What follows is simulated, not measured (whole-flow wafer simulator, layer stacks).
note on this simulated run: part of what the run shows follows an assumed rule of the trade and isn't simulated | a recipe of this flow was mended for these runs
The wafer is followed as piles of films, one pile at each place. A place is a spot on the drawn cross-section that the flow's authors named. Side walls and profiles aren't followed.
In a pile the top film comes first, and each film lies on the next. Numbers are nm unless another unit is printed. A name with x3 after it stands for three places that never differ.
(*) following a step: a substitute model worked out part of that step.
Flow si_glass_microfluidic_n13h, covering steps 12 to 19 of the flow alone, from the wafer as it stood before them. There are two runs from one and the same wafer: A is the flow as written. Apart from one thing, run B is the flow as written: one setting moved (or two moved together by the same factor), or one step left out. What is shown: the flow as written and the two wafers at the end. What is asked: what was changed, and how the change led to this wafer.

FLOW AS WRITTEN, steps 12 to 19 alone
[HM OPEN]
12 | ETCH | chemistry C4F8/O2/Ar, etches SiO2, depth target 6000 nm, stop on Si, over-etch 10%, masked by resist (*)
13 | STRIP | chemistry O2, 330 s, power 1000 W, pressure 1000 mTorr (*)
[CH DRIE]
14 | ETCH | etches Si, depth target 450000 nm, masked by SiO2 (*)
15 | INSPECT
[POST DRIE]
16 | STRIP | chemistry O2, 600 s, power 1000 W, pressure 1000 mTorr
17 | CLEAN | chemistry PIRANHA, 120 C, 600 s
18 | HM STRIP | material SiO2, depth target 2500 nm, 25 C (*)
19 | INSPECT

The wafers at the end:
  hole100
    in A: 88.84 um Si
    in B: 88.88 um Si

The reason: step 12, ETCH: depth target 5700 nm was run, whereas the flow has depth target 6000 nm.

How this came from the change, step by step:
  12 | ETCH | chemistry C4F8/O2/Ar, etches SiO2, depth target 6000 nm, stop on Si, over-etch 10%, masked by resist (*)
      land: A thick-i-line-resist loses 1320 | B thick-i-line-resist loses 1254
      hole100: A SiO2 loses 6000 (all of it), Si loses 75 | B SiO2 loses 6000 (all of it), Si loses 33.8
